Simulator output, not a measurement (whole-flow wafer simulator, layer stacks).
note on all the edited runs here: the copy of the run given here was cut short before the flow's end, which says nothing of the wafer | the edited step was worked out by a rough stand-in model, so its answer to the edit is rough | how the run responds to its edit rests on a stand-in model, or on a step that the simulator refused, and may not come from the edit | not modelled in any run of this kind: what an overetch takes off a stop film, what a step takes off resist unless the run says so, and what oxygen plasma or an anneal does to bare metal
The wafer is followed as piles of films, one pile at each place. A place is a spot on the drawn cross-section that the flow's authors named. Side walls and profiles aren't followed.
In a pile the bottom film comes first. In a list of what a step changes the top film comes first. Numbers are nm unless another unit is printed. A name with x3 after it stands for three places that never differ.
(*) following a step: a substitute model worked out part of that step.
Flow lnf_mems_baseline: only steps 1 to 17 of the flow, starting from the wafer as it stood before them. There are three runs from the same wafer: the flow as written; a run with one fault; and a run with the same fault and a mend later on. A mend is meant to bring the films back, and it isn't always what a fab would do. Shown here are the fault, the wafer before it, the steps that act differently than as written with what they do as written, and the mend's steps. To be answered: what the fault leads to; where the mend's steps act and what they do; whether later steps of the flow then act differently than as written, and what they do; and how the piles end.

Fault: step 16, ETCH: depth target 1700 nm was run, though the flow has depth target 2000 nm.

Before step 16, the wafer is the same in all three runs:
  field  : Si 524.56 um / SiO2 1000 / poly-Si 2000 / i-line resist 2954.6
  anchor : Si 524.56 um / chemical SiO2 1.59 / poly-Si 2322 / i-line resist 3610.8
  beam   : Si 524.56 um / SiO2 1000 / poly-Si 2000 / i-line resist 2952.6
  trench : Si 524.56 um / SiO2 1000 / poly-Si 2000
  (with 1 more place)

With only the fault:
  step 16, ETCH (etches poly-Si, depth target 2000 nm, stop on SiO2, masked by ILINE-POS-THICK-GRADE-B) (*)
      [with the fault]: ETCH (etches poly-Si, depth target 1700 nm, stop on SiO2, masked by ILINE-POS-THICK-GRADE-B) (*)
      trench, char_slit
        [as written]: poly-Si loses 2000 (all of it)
        [with the fault]: poly-Si loses 1700
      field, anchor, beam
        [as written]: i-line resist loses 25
        [with the fault]: i-line resist loses 21.2
  Steps later in the flow that act otherwise than as written:
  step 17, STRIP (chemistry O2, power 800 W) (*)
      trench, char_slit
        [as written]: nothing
        [with the fault]: chemical SiO2 gains 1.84 (new film), poly-Si loses 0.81
  By the end, the piles at trench, char_slit depart from the flow's by more than 2% or 0.5 nm, whichever is larger.
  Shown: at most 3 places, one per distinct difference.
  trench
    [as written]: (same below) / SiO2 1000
    [with the fault]: (same below) / SiO2 1000 / poly-Si 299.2 / chemical SiO2 1.84

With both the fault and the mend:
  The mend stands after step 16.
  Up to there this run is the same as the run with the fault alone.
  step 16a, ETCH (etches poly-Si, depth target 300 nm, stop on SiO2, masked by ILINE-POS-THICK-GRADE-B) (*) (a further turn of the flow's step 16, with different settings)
      field, anchor, beam
        i-line resist loses 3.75
      trench, char_slit
        poly-Si loses 300 (all of it)
  Later steps of the flow that are run all act as written at every place that is followed.
  By the end, the piles equal the flow's at every place that both follow.
